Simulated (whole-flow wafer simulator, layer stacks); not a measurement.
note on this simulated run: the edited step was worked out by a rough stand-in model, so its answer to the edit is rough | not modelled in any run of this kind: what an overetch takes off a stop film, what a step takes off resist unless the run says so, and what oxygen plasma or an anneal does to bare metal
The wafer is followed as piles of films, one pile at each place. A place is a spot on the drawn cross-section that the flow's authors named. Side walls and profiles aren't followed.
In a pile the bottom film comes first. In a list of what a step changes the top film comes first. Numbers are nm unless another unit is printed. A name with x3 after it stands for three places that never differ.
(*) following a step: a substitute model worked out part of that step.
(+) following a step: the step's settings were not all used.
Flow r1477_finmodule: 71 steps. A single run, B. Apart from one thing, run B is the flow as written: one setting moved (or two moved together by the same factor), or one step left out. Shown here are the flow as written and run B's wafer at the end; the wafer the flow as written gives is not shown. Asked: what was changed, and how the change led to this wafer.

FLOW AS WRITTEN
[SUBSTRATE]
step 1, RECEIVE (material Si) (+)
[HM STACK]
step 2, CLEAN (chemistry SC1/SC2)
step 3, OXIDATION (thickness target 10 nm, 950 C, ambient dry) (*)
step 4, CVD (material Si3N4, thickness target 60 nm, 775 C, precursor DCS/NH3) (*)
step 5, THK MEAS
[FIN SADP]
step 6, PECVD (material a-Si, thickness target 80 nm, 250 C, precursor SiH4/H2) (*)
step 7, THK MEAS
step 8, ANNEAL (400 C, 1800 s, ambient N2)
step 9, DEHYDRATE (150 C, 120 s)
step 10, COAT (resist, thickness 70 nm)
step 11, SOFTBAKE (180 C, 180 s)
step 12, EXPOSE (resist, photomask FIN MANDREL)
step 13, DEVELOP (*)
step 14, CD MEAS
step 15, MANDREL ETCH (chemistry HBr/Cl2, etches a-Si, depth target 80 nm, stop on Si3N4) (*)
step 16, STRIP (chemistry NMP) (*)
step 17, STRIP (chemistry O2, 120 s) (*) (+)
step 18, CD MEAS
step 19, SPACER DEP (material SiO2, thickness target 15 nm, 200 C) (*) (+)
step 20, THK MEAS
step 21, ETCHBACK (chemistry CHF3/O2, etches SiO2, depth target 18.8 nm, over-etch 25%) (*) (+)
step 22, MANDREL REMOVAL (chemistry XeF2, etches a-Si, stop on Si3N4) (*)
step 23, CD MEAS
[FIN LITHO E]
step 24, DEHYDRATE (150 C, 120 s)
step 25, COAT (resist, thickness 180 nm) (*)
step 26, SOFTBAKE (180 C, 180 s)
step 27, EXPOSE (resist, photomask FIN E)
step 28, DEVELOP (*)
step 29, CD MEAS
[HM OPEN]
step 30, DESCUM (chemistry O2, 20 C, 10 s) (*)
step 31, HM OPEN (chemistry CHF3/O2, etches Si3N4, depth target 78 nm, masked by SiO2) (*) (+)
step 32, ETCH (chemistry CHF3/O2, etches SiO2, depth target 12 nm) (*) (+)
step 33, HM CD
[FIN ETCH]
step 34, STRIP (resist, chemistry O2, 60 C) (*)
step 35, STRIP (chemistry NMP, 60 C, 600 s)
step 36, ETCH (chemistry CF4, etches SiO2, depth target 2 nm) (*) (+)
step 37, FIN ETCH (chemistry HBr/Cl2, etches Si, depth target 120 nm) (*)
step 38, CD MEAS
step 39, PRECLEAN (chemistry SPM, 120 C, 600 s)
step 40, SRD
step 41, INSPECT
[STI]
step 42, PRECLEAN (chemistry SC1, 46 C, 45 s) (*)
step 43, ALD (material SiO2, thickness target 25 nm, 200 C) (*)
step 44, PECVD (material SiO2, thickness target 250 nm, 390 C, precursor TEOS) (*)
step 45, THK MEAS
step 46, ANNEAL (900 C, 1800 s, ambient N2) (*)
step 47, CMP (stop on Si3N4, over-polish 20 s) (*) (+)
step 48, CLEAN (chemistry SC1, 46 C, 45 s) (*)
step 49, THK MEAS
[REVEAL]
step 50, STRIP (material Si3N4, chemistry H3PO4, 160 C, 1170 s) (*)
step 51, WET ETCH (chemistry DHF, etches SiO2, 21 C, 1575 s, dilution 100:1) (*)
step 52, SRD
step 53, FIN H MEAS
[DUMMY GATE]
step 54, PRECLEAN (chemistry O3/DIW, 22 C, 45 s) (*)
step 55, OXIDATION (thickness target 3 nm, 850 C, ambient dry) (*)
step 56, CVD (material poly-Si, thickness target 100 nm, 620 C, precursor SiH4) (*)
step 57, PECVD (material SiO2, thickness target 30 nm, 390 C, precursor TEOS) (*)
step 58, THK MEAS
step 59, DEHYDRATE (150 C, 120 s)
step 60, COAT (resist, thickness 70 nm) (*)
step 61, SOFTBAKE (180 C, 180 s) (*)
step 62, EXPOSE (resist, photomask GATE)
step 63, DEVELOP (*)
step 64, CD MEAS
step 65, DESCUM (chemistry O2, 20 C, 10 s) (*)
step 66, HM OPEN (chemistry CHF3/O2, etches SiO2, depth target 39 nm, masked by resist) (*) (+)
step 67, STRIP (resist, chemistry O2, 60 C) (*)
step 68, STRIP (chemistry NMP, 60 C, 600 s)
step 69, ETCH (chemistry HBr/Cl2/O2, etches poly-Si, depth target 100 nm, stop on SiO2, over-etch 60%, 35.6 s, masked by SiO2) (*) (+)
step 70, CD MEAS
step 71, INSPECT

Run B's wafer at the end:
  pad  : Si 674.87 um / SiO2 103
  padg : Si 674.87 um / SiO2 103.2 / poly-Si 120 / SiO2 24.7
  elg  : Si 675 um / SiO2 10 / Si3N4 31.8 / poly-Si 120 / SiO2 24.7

The reason: step 56, CVD: thickness target 120 nm was run, while the flow as written has thickness target 100 nm.
The wafer lets one read it off: padg has poly-Si 120, and step 56 as written asks for 100 nm.

The path from the change to this, step by step:
  step 56, CVD (material poly-Si, thickness target 100 nm, 620 C, precursor SiH4) (*)
      pad, padg, elg and 26 more: poly-Si gains 120 (new film) (as written it would have been: poly-Si gains 100 (new film))
      s40cg, s40co: poly-Si gains 134.3 (new film) (as written it would have been: poly-Si gains 113.9 (new film))
      (as well as at 5 more places)
  step 69, ETCH (chemistry HBr/Cl2/O2, etches poly-Si, depth target 100 nm, stop on SiO2, over-etch 60%, 35.6 s, masked by SiO2) (*) (+)
      elo, e40lo, e100lo, e200lo: chemical SiO2 loses 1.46 (all of it), poly-Si loses 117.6 (all of it) (as written it would have been: chemical SiO2 loses 1.46 (all of it), poly-Si loses 97.6 (all of it), Si3N4 loses 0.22)
      pad, eso, e40so and 8 more: chemical SiO2 loses 1.46 (all of it), poly-Si loses 117.6 (all of it), SiO2 loses 0.21 (as written it would have been: chemical SiO2 loses 1.46 (all of it), poly-Si loses 97.6 (all of it), SiO2 loses 0.42)
      (as well as at 3 more places)
